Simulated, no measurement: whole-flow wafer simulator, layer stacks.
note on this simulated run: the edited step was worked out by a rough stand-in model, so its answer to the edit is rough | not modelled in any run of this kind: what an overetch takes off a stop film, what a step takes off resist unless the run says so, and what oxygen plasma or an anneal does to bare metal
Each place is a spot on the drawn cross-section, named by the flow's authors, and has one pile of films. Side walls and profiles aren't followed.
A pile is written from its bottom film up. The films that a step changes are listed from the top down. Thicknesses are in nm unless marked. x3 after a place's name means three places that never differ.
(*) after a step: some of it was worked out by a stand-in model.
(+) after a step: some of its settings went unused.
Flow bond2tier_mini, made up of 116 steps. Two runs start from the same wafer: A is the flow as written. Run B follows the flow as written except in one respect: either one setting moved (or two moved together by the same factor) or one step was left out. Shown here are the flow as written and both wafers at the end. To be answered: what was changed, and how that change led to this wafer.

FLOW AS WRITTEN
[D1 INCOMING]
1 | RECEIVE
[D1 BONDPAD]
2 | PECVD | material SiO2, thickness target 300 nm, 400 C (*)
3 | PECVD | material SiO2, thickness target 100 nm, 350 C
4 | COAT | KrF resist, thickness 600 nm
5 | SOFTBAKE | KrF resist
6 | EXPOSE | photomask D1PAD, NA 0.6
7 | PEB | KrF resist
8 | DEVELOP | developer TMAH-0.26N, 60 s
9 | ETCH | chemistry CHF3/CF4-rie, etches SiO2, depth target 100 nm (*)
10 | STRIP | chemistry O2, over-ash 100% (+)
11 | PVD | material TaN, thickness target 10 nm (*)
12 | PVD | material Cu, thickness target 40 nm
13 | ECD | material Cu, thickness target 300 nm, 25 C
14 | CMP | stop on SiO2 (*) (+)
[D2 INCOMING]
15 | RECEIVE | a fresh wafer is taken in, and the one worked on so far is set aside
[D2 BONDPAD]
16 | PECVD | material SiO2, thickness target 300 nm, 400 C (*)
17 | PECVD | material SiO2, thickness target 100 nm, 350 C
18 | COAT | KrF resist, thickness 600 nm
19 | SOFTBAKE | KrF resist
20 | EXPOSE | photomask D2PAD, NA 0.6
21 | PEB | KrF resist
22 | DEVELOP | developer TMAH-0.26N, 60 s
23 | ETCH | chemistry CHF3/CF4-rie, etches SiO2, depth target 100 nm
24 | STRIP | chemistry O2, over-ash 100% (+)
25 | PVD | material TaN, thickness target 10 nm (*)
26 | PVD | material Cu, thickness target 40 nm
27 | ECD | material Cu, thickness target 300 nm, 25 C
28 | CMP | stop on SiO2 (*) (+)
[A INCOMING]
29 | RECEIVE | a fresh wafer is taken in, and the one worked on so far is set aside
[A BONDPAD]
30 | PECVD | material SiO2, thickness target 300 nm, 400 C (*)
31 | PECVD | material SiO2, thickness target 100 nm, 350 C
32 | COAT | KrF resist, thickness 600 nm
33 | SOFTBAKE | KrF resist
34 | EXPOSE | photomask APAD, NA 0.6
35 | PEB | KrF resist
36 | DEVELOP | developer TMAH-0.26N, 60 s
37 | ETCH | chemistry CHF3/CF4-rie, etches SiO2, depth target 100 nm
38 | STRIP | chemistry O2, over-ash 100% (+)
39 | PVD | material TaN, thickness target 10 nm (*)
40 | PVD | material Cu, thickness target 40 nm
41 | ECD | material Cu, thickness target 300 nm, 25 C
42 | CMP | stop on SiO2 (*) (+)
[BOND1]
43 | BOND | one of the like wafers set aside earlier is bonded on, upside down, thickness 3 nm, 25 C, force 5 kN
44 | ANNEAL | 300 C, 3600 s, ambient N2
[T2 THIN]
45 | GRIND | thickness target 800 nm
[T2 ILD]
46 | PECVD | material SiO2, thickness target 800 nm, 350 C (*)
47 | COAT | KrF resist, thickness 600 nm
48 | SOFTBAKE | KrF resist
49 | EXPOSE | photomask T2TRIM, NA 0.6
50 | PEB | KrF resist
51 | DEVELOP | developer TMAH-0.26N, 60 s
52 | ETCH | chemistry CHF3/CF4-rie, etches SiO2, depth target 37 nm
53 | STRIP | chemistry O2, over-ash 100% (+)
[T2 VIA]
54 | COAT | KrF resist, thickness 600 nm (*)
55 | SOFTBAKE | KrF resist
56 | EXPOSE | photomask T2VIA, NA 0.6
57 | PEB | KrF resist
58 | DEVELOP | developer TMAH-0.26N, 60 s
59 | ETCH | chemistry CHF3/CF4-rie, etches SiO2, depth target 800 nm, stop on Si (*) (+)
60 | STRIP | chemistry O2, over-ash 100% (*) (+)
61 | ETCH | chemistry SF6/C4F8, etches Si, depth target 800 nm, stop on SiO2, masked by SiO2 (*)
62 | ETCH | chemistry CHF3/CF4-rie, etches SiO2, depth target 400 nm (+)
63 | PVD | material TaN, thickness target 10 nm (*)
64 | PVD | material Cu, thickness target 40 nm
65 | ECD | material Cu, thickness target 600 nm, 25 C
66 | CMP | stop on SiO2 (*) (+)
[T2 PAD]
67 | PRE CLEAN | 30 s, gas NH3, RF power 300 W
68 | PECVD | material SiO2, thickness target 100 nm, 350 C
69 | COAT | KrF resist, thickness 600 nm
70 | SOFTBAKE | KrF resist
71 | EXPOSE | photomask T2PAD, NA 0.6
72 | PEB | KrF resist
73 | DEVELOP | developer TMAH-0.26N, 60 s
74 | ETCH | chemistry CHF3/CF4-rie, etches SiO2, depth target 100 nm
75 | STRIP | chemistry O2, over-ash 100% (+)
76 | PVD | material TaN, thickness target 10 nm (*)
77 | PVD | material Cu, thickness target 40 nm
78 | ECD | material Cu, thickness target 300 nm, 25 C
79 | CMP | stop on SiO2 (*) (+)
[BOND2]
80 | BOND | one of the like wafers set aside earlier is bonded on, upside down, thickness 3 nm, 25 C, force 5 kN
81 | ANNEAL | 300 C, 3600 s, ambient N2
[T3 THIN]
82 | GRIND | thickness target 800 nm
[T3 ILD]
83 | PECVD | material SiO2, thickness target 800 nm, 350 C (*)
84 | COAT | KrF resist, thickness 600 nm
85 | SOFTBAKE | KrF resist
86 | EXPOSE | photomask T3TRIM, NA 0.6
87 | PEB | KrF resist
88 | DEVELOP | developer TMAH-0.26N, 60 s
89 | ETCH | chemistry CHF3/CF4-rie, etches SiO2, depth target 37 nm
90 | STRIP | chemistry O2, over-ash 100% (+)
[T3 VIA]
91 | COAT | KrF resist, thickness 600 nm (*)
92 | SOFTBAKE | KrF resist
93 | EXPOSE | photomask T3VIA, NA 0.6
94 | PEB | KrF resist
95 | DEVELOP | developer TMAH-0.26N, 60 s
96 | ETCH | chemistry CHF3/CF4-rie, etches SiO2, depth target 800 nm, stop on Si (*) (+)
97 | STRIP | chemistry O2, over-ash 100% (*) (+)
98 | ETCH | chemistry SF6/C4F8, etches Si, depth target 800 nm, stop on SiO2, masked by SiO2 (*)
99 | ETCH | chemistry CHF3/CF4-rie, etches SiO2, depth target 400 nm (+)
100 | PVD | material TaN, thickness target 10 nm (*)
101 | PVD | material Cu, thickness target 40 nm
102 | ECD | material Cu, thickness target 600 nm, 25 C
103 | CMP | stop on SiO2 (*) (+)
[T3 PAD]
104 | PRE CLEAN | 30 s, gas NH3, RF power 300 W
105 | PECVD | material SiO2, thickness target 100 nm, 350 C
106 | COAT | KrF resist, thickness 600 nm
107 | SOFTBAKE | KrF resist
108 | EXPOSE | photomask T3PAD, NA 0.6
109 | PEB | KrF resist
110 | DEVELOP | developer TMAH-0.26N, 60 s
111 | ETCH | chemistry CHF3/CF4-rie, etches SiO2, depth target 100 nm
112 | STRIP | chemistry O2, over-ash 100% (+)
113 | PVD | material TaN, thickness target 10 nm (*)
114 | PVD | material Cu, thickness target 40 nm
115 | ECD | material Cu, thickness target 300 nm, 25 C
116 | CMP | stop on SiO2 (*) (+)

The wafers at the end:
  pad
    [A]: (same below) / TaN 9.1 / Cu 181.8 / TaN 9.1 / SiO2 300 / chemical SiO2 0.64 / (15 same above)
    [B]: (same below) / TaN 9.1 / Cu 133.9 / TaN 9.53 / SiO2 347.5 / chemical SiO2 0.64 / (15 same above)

What caused this: step 9, ETCH: depth target 52.5 nm was run, whereas the flow has depth target 100 nm.

How this came from the change, step by step:
  9 | ETCH | chemistry CHF3/CF4-rie, etches SiO2, depth target 100 nm (*)
      pad, via: A SiO2 loses 100 | B SiO2 loses 52.5
      field: A KrF resist loses 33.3 | B KrF resist loses 17.5
  10 | STRIP | chemistry O2, over-ash 100% (+)
      field: A KrF resist loses 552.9 (all of it) | B KrF resist loses 568.8 (all of it)
  12 | PVD | material Cu, thickness target 40 nm
      pad: A Cu gains 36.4 (new film) | B Cu gains 38.1 (new film)
  13 | ECD | material Cu, thickness target 300 nm, 25 C
      pad: A Cu gains 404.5 | B Cu gains 354.9
      via: A Cu gains 400.2 | B Cu gains 352.5
  43 | BOND | one of the like wafers set aside earlier is bonded on, upside down, thickness 3 nm, 25 C, force 5 kN
      pad: A Si gains 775 um (new film), chemical SiO2 gains 0.64 (new film), SiO2 gains 300 (new film), TaN gains 9.1 (new film), Cu gains 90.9 | B Si gains 775 um (new film), chemical SiO2 gains 0.64 (new film), SiO2 gains 347.5 (new film), TaN gains 9.53 (new film), Cu gains 43
      via: A Si gains 775 um (new film), chemical SiO2 gains 0.64 (new film), SiO2 gains 300 (new film), TaN gains 9.97 (new film), Cu gains 90 | B Si gains 775 um (new film), chemical SiO2 gains 0.64 (new film), SiO2 gains 347.5 (new film), TaN gains 10 (new film), Cu gains 42.5
